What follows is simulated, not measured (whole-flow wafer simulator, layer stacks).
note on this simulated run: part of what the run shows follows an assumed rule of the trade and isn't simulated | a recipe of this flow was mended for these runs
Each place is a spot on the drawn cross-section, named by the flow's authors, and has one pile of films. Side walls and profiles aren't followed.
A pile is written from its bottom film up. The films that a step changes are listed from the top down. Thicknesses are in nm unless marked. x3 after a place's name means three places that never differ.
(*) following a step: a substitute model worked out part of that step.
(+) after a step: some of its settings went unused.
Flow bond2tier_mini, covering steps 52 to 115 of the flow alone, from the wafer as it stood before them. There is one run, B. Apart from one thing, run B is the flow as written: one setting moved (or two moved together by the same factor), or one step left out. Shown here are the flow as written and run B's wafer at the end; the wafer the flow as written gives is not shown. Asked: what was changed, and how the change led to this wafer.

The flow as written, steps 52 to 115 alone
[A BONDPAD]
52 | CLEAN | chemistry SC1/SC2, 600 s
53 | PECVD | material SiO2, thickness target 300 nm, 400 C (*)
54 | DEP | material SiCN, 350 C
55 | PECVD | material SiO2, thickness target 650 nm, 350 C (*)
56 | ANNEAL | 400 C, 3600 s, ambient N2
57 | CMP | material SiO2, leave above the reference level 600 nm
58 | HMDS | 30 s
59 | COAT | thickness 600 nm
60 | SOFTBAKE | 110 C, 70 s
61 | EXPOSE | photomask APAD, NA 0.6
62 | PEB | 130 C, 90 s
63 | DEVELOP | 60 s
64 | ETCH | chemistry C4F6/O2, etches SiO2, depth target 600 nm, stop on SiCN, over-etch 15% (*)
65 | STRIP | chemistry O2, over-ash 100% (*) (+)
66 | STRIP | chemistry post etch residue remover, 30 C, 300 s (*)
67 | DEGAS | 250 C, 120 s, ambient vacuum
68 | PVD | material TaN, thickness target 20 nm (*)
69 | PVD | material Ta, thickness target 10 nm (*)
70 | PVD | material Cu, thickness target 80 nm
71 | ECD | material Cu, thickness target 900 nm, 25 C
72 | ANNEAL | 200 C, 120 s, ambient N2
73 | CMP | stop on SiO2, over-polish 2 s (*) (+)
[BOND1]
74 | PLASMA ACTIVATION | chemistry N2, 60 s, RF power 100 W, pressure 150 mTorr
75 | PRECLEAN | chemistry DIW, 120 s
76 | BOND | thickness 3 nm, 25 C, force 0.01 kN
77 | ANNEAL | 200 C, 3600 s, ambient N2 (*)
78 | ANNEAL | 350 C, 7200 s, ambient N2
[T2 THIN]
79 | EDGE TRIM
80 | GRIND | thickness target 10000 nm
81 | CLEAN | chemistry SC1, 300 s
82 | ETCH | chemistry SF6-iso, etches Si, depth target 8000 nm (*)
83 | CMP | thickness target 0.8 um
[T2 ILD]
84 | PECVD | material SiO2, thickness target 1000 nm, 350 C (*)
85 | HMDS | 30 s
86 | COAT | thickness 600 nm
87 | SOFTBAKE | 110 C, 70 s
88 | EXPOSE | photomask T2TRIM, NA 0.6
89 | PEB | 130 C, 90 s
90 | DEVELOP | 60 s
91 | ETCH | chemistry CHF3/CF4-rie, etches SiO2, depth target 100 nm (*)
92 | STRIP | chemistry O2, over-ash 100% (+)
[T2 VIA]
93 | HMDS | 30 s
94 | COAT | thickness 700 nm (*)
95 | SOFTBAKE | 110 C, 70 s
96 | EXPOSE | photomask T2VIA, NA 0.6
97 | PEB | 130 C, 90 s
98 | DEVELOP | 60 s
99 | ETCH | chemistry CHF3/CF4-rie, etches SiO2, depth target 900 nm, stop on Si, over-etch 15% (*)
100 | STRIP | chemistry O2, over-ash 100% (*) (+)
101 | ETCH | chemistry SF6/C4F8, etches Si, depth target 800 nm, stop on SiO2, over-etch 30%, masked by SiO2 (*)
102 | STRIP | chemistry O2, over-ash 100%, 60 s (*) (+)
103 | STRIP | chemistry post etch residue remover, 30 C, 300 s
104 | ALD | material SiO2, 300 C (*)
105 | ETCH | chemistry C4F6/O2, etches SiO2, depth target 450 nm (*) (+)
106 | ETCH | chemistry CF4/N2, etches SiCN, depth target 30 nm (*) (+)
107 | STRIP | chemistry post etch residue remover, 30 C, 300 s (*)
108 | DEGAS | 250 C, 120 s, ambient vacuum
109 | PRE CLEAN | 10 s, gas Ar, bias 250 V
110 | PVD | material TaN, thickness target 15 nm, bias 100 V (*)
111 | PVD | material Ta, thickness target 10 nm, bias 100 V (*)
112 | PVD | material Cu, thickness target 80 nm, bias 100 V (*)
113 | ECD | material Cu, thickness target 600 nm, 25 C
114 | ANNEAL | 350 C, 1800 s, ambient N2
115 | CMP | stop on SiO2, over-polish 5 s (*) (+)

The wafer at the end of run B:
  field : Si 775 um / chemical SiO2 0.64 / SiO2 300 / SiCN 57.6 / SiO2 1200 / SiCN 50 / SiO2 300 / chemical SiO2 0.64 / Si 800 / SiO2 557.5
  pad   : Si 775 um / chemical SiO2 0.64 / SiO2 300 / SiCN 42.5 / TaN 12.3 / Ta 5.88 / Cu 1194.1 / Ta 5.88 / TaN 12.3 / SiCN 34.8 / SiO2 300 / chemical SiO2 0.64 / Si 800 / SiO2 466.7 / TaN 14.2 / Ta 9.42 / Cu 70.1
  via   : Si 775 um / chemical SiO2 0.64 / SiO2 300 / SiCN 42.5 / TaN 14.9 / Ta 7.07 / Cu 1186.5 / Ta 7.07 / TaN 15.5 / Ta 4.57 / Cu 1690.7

Cause: step 54, DEP: 316 C was run, whereas the flow has 350 C.

The path from the change to this, step by step:
  54 | DEP | material SiCN, 350 C
      field, pad, via: +57.6 SiCN (new film) (in the flow as written it would be: +50 SiCN (new film))
